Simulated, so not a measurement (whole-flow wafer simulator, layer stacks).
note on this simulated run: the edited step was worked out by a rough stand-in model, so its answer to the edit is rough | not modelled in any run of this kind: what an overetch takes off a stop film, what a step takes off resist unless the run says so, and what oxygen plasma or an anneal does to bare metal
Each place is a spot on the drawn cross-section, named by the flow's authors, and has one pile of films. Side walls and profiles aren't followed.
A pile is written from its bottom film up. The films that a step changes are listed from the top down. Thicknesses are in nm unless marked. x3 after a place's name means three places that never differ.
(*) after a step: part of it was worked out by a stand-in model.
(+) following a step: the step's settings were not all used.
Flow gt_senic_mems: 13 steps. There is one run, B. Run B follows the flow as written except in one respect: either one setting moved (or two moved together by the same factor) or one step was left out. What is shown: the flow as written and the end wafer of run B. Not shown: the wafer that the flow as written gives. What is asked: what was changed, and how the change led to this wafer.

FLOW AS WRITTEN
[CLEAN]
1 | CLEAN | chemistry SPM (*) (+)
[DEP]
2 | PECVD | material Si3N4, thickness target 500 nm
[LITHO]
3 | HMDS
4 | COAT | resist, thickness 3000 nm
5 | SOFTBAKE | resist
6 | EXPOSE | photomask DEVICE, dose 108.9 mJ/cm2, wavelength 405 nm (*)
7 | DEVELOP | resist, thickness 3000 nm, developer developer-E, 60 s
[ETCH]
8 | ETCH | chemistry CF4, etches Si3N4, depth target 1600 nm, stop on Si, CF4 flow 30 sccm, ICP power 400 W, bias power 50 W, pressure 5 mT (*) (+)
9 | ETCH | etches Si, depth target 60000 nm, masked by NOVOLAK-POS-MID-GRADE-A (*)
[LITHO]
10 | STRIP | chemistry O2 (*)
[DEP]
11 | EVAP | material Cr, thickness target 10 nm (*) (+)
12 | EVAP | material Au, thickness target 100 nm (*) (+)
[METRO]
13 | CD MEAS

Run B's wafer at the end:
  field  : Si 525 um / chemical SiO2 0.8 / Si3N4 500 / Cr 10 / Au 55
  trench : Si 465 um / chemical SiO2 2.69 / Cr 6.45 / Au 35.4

Cause: step 12, EVAP: thickness target 55 nm was run, while the flow as written has thickness target 100 nm.
One can read it off the wafer: field has Au 55, and step 12 as written asks for 100 nm.

How this came from the change, step by step:
  12 | EVAP | material Au, thickness target 100 nm (*) (+)
      field: Au gains 55 (new film) (it would be, as written: Au gains 100 (new film))
      trench: Au gains 35.4 (new film) (it would be, as written: Au gains 64.1 (new film))
